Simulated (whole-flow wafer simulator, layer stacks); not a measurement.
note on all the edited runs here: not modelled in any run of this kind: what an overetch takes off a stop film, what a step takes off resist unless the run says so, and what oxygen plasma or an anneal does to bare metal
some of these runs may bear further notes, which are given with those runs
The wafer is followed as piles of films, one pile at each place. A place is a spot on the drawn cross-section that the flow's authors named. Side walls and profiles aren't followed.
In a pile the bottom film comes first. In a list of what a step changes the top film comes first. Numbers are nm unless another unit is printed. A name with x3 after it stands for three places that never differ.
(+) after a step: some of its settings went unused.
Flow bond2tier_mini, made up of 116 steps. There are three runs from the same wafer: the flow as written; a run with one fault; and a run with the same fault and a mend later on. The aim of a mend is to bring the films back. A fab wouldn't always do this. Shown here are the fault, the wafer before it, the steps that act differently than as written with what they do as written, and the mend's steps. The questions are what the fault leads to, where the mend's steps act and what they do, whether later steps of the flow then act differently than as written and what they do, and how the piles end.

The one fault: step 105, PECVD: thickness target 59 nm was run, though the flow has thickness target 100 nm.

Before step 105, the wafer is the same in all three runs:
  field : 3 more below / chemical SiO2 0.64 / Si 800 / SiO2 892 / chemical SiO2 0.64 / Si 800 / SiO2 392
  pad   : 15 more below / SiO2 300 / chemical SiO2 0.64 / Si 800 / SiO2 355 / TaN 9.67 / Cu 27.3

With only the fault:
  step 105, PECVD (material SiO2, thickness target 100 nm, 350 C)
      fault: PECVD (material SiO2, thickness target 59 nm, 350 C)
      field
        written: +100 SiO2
        fault: +59 SiO2
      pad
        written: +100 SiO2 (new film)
        fault: +59 SiO2 (new film)
  Steps further on in the flow that do not act as written (2 other steps are not shown; they differ only slightly, by no more than 2% or 0.5 nm, whichever is larger):
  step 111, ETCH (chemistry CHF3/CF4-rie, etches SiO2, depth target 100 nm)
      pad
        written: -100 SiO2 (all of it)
        fault: -59 SiO2 (all of it), -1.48 Cu
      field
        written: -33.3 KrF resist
        fault: -29.5 KrF resist
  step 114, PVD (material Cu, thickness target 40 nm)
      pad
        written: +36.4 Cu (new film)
        fault: +37.8 Cu (new film)
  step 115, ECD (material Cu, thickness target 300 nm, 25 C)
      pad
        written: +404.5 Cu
        fault: +363.2 Cu
  By the end, the piles at field, pad depart from the flow's by more than 2% or 0.5 nm, whichever is larger.
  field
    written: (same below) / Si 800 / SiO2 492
    fault: (same below) / Si 800 / SiO2 451
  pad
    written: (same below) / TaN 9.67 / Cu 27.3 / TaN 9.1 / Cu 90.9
    fault: (same below) / TaN 9.67 / Cu 25.9 / TaN 9.5 / Cu 51

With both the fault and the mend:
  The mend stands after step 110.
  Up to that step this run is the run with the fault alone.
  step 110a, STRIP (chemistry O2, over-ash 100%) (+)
      field
        -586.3 KrF resist (all of it)
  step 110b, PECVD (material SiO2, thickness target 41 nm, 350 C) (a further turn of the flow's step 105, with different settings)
      field, pad
        +41 SiO2
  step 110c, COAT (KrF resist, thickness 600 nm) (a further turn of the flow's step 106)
      field, pad
        +600 KrF resist (new film)
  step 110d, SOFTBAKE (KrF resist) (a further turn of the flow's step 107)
      leaves every film unchanged at each place that is followed
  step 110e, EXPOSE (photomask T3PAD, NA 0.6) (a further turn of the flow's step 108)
      leaves every film unchanged at each place that is followed
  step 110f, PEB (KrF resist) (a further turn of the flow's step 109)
      leaves every film unchanged at each place that is followed
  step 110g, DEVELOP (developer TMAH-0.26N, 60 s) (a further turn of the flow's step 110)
      field
        -13.7 KrF resist
      pad
        -600 KrF resist (all of it)
  Later steps of the flow that are run all act as written at every place that is followed.
  The piles end the same as the flow's at every place that both follow.
